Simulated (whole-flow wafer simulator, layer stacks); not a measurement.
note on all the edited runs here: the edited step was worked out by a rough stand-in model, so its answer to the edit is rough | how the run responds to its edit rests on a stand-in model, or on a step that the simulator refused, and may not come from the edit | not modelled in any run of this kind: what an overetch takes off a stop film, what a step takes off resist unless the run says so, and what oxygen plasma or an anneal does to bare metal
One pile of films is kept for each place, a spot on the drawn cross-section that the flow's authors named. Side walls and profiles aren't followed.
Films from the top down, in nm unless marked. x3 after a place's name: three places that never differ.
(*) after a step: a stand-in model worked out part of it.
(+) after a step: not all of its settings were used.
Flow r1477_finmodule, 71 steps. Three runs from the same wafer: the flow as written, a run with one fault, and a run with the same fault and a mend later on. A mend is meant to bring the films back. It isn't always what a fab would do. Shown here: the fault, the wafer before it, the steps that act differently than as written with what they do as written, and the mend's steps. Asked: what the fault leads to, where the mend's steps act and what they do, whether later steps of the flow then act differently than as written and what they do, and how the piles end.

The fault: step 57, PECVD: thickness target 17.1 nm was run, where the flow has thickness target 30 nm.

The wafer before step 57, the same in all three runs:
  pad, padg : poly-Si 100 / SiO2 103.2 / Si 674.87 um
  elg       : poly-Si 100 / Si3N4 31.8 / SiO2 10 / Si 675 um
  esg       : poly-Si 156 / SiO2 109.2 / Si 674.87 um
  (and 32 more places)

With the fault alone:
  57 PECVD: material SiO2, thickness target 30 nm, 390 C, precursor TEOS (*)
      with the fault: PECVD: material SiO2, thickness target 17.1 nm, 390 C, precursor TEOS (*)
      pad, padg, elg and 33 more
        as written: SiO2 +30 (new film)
        with the fault: SiO2 +17.1 (new film)
  Later steps of the flow that act differently than as written (3 more steps differ only slightly, by at most 2% or 0.5 nm, whichever is larger, and aren't shown):
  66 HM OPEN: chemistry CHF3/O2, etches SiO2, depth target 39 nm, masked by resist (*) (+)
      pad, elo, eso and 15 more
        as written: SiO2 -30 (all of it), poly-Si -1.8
        with the fault: SiO2 -17.1 (all of it), poly-Si -1.71
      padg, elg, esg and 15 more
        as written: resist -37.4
        with the fault: resist -24.6
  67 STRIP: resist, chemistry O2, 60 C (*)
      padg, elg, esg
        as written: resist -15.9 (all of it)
        with the fault: resist -28.7 (all of it)
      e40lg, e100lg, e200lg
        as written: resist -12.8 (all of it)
        with the fault: resist -25.6 (all of it)
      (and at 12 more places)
  At the end the piles differ from the flow's by more than 2% or 0.5 nm, whichever is larger, at padg, elg, esg and 15 more.
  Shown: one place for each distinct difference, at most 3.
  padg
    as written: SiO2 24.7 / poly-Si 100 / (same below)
    with the fault: SiO2 11.8 / poly-Si 100 / (same below)
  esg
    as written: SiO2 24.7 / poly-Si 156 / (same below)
    with the fault: SiO2 11.8 / poly-Si 156 / (same below)
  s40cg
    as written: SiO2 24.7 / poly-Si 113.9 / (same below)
    with the fault: SiO2 11.8 / poly-Si 113.9 / (same below)

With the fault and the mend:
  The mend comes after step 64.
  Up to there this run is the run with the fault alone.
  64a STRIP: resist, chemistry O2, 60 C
      padg, elg, esg
        resist -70 (all of it)
      e40lg, e100lg, e200lg
        resist -66.9 (all of it)
      s40sg, s45sg
        resist -91 (all of it)
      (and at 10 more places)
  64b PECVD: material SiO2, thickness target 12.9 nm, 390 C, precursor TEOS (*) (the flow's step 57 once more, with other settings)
      pad, padg, elg and 33 more
        SiO2 +12.9
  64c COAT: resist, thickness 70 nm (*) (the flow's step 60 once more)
      e40lg, e100lg, e200lg, elo, e40lo, e100lo, e200lo
        resist +66.9 (new film)
      pad, padg, elg, esg
        resist +70 (new film)
      s40sg, s45sg, s40so, s45so
        resist +91 (new film)
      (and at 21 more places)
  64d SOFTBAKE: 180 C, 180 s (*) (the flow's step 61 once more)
      changes no film at any place that is followed
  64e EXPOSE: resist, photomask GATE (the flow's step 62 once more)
      changes no film at any place that is followed
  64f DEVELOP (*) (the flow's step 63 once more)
      elo, e40lo, e100lo, e200lo
        resist -66.9 (all of it)
      eso, e40so
        resist -129.5 (all of it)
      s40so, s45so
        resist -91 (all of it)
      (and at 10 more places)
  No later step of the flow acts differently than as written at any place that is followed.
  At the end the piles are the same as the flow's at every place that both follow.
